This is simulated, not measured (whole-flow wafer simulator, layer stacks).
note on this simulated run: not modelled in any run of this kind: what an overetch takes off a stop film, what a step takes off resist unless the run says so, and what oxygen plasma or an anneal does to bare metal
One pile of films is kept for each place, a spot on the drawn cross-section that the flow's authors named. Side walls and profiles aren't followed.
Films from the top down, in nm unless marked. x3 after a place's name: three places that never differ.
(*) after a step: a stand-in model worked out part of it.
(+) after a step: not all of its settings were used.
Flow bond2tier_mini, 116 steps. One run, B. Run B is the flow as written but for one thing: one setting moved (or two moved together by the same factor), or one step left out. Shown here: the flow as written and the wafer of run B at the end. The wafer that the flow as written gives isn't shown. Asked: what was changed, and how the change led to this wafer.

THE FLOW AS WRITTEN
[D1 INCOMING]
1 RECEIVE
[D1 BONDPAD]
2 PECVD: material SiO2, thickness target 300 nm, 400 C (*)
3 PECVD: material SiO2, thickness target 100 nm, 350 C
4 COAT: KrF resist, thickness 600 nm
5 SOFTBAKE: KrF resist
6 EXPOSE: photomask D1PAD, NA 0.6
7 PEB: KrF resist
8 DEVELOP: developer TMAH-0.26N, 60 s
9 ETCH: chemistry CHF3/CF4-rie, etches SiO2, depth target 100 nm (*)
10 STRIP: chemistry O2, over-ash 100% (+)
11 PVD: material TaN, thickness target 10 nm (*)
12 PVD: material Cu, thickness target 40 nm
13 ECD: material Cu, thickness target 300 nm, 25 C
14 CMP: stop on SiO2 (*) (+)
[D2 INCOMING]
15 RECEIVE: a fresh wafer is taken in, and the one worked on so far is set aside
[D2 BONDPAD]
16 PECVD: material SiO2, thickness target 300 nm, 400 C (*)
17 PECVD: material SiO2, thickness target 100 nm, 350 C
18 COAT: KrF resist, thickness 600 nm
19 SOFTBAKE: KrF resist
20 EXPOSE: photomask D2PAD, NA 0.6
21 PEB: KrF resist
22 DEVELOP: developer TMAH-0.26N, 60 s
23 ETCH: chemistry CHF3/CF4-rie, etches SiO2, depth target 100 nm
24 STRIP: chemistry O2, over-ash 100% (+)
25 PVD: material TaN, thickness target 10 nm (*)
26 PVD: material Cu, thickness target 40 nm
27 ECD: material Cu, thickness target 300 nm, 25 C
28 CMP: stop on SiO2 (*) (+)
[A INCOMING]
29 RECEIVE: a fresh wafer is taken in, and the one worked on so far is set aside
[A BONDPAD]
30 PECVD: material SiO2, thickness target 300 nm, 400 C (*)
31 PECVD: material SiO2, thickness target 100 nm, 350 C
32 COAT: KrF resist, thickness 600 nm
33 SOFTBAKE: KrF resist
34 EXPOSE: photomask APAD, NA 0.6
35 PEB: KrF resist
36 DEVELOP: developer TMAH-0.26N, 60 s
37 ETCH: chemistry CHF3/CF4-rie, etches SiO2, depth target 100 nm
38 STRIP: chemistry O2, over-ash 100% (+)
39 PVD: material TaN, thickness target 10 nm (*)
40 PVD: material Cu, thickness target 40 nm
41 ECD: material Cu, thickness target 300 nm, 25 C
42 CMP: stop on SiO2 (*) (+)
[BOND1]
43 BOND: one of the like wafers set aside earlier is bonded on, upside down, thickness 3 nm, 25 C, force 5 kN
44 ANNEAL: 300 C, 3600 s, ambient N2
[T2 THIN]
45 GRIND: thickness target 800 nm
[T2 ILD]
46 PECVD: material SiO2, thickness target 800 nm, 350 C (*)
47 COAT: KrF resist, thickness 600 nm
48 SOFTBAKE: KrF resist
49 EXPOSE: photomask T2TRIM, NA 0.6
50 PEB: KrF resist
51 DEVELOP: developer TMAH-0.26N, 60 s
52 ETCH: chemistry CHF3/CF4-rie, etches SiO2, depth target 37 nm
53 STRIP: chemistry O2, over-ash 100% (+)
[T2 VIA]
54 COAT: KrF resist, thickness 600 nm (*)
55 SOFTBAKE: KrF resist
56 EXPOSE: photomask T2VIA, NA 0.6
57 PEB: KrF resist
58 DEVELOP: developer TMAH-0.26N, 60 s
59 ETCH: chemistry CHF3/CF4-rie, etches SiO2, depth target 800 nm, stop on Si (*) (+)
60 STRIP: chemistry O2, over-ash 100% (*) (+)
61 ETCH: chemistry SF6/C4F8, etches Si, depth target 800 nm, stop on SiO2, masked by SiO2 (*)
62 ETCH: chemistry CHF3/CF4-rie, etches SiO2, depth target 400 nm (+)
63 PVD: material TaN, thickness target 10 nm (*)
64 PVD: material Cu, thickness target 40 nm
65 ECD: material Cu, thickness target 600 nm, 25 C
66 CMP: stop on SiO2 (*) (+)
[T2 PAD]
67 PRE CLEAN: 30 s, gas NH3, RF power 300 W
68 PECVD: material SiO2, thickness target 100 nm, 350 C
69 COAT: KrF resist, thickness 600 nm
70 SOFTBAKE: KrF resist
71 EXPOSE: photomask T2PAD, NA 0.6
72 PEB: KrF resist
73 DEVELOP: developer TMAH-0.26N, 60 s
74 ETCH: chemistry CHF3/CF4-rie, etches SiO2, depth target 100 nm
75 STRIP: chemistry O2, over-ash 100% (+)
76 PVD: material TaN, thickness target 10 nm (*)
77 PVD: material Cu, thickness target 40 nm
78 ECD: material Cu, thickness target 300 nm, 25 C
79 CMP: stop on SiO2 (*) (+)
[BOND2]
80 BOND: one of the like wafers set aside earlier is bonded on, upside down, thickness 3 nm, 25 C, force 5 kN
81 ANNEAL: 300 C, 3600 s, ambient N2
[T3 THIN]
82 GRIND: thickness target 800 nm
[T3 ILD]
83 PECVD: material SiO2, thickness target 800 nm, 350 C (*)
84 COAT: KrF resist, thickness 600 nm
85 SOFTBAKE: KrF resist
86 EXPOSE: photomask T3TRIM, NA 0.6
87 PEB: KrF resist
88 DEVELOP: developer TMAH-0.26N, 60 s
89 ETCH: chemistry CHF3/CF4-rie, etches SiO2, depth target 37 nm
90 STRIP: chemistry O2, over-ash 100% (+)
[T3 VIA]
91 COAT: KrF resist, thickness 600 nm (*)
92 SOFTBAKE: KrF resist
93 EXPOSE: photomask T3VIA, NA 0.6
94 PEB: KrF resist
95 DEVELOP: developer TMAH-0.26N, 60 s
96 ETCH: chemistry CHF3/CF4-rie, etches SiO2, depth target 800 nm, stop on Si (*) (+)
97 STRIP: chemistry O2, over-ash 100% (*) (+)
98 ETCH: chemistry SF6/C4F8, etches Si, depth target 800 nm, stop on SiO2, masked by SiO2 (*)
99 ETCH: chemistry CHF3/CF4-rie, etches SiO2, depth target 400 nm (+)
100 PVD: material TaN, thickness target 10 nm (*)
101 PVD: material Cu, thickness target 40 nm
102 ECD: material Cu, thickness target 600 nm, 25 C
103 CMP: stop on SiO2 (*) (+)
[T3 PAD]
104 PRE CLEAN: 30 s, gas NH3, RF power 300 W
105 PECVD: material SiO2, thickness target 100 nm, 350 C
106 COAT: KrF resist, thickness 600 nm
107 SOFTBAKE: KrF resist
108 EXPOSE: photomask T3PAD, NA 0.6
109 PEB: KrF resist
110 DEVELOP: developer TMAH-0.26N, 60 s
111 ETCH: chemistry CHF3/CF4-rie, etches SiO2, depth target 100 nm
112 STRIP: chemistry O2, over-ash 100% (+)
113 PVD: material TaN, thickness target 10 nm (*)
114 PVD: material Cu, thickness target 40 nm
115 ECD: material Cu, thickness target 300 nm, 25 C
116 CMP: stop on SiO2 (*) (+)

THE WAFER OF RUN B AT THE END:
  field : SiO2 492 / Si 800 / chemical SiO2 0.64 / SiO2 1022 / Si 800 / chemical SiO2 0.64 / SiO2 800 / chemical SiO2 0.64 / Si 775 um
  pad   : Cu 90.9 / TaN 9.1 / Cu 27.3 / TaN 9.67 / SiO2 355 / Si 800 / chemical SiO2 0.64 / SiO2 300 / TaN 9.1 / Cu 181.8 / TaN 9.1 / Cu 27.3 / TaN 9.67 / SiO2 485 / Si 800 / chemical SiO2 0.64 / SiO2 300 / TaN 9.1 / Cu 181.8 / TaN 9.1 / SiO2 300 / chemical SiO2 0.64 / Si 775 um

The cause: step 62, ETCH: depth target 270 nm was run, where the flow has depth target 400 nm.

How the change led to this, step by step:
  62 ETCH: chemistry CHF3/CF4-rie, etches SiO2, depth target 400 nm (+)
      field, pad: SiO2 -270 (as written it would be: SiO2 -400)
